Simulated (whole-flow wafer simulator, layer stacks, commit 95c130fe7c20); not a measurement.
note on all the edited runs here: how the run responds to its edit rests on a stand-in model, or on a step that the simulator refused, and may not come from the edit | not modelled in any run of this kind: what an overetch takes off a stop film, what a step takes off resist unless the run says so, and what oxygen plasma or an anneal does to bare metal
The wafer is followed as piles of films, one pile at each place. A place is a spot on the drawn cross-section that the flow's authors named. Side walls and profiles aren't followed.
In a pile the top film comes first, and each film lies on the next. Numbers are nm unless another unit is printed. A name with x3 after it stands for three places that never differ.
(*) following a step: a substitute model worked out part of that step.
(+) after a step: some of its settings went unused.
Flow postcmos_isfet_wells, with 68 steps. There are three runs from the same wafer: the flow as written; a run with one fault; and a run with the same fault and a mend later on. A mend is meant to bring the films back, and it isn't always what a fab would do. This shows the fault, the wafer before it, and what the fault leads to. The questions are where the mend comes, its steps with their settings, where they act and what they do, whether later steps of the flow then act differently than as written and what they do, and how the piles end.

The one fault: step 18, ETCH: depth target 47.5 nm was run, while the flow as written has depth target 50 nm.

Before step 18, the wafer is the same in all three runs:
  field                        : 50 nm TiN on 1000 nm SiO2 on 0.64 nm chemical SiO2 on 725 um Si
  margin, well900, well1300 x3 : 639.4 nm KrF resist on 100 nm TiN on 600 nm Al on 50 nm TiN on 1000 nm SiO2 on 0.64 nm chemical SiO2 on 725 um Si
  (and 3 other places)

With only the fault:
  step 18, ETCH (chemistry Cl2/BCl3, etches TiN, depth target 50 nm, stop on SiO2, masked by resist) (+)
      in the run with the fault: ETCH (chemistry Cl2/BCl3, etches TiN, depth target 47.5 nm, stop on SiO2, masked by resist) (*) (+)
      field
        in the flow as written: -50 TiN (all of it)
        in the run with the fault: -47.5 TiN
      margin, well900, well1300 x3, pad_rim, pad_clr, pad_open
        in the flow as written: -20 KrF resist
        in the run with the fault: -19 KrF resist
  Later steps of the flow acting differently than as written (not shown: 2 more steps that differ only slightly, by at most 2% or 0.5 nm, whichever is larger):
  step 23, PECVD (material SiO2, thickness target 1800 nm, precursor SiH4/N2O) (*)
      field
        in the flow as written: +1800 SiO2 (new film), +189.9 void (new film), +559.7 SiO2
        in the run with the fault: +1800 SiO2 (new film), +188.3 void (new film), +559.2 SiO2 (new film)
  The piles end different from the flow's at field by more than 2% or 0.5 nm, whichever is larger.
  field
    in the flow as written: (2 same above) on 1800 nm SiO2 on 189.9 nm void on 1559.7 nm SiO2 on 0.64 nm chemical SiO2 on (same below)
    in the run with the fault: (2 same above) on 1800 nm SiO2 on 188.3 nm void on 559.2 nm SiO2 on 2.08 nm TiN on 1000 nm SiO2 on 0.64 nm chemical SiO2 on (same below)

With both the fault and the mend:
  After step 18 comes the mend.
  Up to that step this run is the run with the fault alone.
  step 18a, ETCH (chemistry Cl2/BCl3, etches TiN, depth target 2.5 nm, stop on SiO2, masked by resist) (the flow's step 18, run once more with other settings)
      margin, well900, well1300 x3, pad_rim, pad_clr, pad_open
        -1 KrF resist
      field
        -2.5 TiN (all of it)
  Every later step of the flow that is run acts as written at every place that is followed.
  At every place that both follow, the piles at the end match the flow's.
